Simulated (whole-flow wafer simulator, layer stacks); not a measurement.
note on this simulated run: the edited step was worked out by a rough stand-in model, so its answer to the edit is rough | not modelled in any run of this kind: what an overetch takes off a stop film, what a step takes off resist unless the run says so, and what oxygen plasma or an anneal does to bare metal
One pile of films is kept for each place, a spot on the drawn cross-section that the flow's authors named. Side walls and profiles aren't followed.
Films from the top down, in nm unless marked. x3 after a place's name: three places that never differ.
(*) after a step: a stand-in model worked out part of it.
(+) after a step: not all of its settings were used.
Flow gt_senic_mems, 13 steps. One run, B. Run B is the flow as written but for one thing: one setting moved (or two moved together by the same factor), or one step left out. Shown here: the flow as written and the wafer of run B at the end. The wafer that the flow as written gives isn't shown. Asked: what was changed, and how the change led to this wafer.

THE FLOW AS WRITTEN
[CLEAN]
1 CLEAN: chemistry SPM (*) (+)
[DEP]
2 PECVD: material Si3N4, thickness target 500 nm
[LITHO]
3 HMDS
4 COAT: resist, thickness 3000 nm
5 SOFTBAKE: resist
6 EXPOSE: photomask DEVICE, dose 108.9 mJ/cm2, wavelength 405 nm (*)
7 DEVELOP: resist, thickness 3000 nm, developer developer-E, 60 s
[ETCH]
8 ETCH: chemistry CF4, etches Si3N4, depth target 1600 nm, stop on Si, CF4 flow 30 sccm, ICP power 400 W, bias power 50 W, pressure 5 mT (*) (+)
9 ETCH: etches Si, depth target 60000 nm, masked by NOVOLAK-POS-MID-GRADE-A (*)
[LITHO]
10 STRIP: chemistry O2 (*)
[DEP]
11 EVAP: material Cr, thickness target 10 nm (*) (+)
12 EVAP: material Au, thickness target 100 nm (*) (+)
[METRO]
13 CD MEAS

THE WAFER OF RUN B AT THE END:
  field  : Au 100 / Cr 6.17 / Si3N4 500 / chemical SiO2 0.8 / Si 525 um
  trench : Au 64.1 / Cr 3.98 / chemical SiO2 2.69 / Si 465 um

The cause: step 11, EVAP: thickness target 6.17 nm was run, where the flow has thickness target 10 nm.
It can be read off the wafer: field has Cr 6.17, and step 11 as written asks for 10 nm.

How the change led to this, step by step:
  11 EVAP: material Cr, thickness target 10 nm (*) (+)
      field: Cr +6.17 (new film) (as written it would be: Cr +10 (new film))
      trench: Cr +3.98 (new film) (as written it would be: Cr +6.45 (new film))
